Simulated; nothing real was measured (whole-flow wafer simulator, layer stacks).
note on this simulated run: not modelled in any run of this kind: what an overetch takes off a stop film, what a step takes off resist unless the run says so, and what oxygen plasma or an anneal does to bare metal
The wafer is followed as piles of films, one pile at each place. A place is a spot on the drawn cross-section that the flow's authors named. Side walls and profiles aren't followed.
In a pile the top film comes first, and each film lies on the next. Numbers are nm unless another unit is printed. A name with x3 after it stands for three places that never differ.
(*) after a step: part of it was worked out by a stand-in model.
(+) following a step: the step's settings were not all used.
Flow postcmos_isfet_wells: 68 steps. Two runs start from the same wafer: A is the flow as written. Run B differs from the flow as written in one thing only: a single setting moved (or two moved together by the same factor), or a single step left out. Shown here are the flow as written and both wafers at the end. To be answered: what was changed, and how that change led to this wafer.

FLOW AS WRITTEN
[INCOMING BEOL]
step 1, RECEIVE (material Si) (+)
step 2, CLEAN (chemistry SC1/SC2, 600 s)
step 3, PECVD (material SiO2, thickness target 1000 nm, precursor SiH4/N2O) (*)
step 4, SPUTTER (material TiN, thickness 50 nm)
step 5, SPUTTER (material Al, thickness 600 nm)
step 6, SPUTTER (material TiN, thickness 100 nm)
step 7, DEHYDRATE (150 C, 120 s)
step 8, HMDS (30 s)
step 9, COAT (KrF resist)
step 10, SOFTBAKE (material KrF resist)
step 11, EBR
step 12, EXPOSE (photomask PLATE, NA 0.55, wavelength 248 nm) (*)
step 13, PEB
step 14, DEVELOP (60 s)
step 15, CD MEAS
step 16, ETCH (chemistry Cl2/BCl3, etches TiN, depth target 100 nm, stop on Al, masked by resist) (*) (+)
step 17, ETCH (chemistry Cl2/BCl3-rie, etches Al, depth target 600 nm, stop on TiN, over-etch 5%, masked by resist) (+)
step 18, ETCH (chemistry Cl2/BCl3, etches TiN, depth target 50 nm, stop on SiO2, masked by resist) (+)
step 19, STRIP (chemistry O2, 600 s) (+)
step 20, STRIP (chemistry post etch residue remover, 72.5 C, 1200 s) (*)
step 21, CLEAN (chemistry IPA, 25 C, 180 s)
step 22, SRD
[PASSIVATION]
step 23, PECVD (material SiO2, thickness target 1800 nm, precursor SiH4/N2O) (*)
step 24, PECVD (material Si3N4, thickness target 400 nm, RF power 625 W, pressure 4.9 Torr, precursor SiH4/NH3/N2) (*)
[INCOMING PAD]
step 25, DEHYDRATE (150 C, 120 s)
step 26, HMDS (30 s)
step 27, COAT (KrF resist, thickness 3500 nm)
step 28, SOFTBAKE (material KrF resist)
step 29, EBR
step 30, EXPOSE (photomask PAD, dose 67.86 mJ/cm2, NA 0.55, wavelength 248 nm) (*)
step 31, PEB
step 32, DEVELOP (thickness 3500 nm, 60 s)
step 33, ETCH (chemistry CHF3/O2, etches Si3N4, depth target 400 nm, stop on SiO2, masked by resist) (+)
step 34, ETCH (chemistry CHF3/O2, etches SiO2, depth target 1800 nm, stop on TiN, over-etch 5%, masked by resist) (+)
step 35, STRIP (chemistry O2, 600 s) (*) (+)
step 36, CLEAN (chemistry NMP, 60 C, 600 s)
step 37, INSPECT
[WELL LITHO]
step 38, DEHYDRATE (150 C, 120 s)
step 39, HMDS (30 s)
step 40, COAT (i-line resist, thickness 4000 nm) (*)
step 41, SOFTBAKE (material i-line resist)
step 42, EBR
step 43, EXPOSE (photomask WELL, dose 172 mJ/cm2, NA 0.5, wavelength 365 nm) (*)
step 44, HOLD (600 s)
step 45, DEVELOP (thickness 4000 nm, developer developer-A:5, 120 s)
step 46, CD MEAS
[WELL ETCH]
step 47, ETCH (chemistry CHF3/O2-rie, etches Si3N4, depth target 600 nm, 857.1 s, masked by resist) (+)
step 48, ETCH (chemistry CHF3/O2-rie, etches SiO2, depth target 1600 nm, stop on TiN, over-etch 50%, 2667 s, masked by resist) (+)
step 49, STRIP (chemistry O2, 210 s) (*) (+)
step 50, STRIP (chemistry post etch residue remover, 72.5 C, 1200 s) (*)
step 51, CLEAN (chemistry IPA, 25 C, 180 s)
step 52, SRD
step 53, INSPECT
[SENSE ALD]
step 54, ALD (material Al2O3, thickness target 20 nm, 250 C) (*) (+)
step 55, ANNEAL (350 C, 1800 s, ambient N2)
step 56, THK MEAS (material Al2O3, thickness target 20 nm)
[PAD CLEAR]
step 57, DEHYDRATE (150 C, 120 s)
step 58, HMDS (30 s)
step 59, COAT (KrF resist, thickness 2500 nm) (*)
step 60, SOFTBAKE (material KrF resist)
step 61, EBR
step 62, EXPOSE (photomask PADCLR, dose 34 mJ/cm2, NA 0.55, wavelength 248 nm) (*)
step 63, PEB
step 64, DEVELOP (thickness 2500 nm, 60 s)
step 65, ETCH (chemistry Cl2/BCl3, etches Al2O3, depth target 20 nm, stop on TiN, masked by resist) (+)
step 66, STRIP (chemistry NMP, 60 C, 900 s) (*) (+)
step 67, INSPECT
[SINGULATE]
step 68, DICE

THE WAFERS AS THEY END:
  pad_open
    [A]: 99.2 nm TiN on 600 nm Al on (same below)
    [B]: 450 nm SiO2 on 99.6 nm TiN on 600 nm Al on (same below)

Cause: step 34, ETCH: depth target 1350 nm was run, while the flow as written has depth target 1800 nm.

How this came from the change, step by step:
  step 34, ETCH (chemistry CHF3/O2, etches SiO2, depth target 1800 nm, stop on TiN, over-etch 5%, masked by resist) (+)
      pad_open: A SiO2 loses 1800 (all of it) | B SiO2 loses 1350
      field, margin, well900, well1300 x3, pad_rim, pad_clr: A KrF resist loses 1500 | B KrF resist loses 1125
  step 35, STRIP (chemistry O2, 600 s) (*) (+)
      field, margin, well900, well1300 x3, pad_rim, pad_clr: A KrF resist loses 1613.3 (all of it) | B KrF resist loses 1988.3 (all of it)
  step 40, COAT (i-line resist, thickness 4000 nm) (*)
      pad_clr: A i-line resist gains 3256.8 (new film) | B i-line resist gains 3399 (new film)
      pad_open: A i-line resist gains 4804.7 (new film) | B i-line resist gains 4642.6 (new film)
  step 41, SOFTBAKE (material i-line resist)
      pad_clr: A i-line resist loses 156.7 | B i-line resist loses 113.4
      pad_open: A i-line resist gains 115.3 | B i-line resist gains 94.7
  step 49, STRIP (chemistry O2, 210 s) (*) (+)
      pad_clr: A i-line resist loses 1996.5 (all of it) | B i-line resist loses 2182 (all of it)
      pad_open: A i-line resist loses 3816.3 (all of it) | B i-line resist loses 3633.6 (all of it)
  step 59, COAT (KrF resist, thickness 2500 nm) (*)
      pad_rim: A KrF resist gains 1976.4 (new film) | B KrF resist gains 2079.1 (new film)
      pad_clr: A KrF resist gains 1691.6 (new film) | B KrF resist gains 1844.1 (new film)
      (also at 1 further place)
  step 60, SOFTBAKE (material KrF resist)
      pad_clr: A KrF resist loses 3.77 | B KrF resist loses 3.09
  step 63, PEB
      pad_rim: A KrF resist loses 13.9 | B KrF resist loses 14.6
      pad_clr: A KrF resist loses 11.8 | B KrF resist loses 12.9
      (also at 1 further place)
  step 64, DEVELOP (thickness 2500 nm, 60 s)
      pad_clr: A KrF resist loses 1676 (all of it) | B KrF resist loses 1828.1 (all of it)
      pad_open: A KrF resist loses 3045.1 (all of it) | B KrF resist loses 2932.4 (all of it)
  step 66, STRIP (chemistry NMP, 60 C, 900 s) (*) (+)
      pad_rim: A KrF resist loses 1923.7 (all of it) | B KrF resist loses 2025.5 (all of it)
